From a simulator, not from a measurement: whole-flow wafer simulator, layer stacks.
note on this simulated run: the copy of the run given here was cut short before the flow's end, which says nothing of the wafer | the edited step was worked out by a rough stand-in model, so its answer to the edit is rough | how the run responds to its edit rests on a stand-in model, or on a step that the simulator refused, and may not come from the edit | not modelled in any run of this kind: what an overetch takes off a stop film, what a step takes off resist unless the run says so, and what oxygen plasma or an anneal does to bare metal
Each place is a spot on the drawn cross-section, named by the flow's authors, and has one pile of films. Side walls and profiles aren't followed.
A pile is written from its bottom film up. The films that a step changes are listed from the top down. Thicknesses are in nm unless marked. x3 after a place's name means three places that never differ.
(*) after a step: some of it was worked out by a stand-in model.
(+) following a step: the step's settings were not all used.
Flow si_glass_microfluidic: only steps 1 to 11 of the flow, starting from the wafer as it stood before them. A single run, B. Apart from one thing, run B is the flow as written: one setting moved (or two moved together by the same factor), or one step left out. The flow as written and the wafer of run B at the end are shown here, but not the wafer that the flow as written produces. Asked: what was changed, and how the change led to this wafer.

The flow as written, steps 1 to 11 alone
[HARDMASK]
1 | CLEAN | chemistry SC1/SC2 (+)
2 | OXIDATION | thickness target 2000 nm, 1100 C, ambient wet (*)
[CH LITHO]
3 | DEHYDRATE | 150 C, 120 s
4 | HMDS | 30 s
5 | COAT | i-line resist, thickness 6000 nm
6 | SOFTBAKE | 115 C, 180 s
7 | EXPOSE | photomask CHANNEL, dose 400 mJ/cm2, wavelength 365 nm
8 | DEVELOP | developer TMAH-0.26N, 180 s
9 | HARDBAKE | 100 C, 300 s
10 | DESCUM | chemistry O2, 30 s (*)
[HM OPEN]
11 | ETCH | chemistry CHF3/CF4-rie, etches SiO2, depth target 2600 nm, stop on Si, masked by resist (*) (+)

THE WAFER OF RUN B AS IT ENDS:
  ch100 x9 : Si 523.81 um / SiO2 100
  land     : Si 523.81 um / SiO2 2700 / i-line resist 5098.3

Cause: step 2, OXIDATION: thickness target 2700 nm was run, while the flow as written has thickness target 2000 nm.
One can read it off the wafer: land has SiO2 2700, and step 2 as written asks for 2000 nm.

Step by step, how the change led to this:
  2 | OXIDATION | thickness target 2000 nm, 1100 C, ambient wet (*)
      land, ch100 x9: +2700 SiO2 (new film), -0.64 chemical SiO2 (all of it), -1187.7 Si (it would be, as written: +2000 SiO2 (new film), -0.64 chemical SiO2 (all of it), -879.7 Si)
  11 | ETCH | chemistry CHF3/CF4-rie, etches SiO2, depth target 2600 nm, stop on Si, masked by resist (*) (+)
      ch100 x9: -2600 SiO2 (it would be, as written: -2000 SiO2 (all of it))
